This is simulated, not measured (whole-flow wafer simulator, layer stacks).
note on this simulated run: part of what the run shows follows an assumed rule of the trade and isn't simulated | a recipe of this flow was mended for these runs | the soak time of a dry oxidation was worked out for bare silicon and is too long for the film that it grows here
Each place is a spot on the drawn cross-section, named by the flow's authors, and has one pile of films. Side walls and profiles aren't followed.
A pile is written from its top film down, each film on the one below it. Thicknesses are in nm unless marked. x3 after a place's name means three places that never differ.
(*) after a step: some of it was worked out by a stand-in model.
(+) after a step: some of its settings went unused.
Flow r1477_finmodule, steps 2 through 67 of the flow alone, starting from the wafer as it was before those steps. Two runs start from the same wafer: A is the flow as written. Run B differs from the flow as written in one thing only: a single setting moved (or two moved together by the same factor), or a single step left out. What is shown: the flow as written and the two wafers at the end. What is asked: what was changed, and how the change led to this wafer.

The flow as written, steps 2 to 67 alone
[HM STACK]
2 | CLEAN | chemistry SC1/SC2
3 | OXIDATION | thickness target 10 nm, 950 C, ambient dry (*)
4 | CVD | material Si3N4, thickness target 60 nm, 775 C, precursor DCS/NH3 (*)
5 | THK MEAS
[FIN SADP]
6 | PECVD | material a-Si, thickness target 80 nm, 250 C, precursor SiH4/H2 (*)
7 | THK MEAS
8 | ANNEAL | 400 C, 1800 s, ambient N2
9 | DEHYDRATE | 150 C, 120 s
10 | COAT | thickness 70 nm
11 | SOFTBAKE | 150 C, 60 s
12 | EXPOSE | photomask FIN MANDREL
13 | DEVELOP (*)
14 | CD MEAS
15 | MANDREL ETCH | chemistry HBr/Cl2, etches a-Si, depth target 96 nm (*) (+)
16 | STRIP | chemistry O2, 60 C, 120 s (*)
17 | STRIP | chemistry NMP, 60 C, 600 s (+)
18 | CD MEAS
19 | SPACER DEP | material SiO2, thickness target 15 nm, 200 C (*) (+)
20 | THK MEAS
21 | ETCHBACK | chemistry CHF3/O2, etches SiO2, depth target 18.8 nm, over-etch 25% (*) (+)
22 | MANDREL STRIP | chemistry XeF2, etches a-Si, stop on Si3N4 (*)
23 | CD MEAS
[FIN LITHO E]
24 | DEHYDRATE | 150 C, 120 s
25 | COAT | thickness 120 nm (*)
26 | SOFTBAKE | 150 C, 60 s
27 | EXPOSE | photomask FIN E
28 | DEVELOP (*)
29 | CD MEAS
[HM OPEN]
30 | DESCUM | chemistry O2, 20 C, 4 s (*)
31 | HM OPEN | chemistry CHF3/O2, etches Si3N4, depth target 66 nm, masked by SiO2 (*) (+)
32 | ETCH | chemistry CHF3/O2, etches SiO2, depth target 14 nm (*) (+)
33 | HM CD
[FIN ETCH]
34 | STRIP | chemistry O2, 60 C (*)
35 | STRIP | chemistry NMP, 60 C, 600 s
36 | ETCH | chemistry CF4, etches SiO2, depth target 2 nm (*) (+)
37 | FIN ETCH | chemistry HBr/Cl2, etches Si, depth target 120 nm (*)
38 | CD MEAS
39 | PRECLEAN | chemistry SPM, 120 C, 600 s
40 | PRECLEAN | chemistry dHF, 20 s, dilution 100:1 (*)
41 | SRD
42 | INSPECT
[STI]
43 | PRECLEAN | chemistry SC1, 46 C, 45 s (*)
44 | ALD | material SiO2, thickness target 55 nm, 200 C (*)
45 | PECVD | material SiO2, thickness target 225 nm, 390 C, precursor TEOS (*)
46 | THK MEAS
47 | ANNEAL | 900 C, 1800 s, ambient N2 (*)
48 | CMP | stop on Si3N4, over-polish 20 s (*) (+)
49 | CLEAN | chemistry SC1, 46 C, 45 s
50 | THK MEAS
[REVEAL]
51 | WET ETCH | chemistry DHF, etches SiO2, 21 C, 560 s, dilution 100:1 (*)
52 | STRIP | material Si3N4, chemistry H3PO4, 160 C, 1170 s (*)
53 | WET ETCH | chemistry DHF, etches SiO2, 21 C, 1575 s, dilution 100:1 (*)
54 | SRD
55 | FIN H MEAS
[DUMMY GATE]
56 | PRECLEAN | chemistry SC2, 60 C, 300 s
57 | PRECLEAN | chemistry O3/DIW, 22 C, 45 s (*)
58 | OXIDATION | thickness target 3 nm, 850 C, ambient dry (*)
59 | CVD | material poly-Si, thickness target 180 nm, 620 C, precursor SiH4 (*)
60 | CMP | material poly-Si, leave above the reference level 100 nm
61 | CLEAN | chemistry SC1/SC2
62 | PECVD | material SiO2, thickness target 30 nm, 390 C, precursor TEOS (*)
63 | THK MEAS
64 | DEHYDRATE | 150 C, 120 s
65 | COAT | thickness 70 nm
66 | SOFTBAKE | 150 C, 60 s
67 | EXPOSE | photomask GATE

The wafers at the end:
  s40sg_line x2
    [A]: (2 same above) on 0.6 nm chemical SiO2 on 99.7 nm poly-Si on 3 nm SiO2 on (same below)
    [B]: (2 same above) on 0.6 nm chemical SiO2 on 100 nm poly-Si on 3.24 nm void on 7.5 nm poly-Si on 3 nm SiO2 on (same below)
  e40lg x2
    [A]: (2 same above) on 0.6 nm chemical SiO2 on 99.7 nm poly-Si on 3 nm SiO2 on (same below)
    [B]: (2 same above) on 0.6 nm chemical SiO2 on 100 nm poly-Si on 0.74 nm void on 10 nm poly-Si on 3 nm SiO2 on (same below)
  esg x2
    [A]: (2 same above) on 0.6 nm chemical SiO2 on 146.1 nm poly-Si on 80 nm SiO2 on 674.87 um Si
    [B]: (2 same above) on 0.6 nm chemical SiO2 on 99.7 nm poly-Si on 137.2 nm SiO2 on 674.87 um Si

Cause: step 53, WET ETCH: 433.1 s was run, while the flow as written has 1575 s.

The path from the change to this, step by step:
  53 | WET ETCH | chemistry DHF, etches SiO2, 21 C, 1575 s, dilution 100:1 (*)
      esg x2, e40sg x2, e100sg x2 and 14 more: A -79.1 SiO2 | B -21.8 SiO2
      pad x2: A -85.7 SiO2 | B -23.6 SiO2
  59 | CVD | material poly-Si, thickness target 180 nm, 620 C, precursor SiH4 (*)
      s40sg_line x2, s45sg_line x2, s50sg_line x2: A +180 poly-Si (new film) | B +180.2 poly-Si (new film), +3.24 void (new film), +7.5 poly-Si (new film)
      e40lg x2: A +180 poly-Si (new film) | B +180.2 poly-Si (new film), +0.74 void (new film), +10 poly-Si (new film)
      (and at 25 other places as well)
  60 | CMP | material poly-Si, leave above the reference level 100 nm
      pad x2: A -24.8 poly-Si | B -75.8 poly-Si
      e100lg x2: A -80 poly-Si | B -78.3 poly-Si
      (and at 5 other places as well)
